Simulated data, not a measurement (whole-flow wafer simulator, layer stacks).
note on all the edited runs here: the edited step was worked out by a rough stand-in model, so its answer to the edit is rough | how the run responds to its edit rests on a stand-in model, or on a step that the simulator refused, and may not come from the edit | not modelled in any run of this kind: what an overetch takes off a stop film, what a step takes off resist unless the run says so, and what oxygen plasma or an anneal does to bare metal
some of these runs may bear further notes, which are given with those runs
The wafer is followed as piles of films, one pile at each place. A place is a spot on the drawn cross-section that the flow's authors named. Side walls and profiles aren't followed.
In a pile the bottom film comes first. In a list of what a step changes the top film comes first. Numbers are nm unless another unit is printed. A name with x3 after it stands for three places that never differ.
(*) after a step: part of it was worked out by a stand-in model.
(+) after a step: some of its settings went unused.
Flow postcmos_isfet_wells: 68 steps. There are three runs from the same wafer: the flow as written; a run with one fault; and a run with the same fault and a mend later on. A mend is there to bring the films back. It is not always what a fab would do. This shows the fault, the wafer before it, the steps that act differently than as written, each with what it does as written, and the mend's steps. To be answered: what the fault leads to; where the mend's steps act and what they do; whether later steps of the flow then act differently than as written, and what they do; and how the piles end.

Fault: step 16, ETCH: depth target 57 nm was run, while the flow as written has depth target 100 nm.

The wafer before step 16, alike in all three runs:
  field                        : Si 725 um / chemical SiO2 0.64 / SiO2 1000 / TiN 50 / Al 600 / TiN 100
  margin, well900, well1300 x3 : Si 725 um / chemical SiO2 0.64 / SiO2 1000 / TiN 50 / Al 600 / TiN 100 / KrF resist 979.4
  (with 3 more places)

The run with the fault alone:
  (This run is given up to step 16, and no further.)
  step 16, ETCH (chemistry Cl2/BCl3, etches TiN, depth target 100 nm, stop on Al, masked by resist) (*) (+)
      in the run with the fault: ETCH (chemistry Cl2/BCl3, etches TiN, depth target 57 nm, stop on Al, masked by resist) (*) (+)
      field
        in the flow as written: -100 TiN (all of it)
        in the run with the fault: -57 TiN
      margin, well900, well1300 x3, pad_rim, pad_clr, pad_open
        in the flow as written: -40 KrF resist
        in the run with the fault: -22.8 KrF resist
  The piles after step 16 differ from the flow's at field by more than 2% or 0.5 nm, whichever is larger.
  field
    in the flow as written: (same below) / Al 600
    in the run with the fault: (same below) / Al 600 / TiN 43

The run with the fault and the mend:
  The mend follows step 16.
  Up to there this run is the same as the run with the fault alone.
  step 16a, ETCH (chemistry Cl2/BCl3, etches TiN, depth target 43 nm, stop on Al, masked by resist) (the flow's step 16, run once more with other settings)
      margin, well900, well1300 x3, pad_rim, pad_clr, pad_open
        -17.2 KrF resist
      field
        -43 TiN (all of it)
  None of the later steps of the flow acts differently than as written at any place that is followed.
  By the end, the piles equal the flow's at every place that both follow.
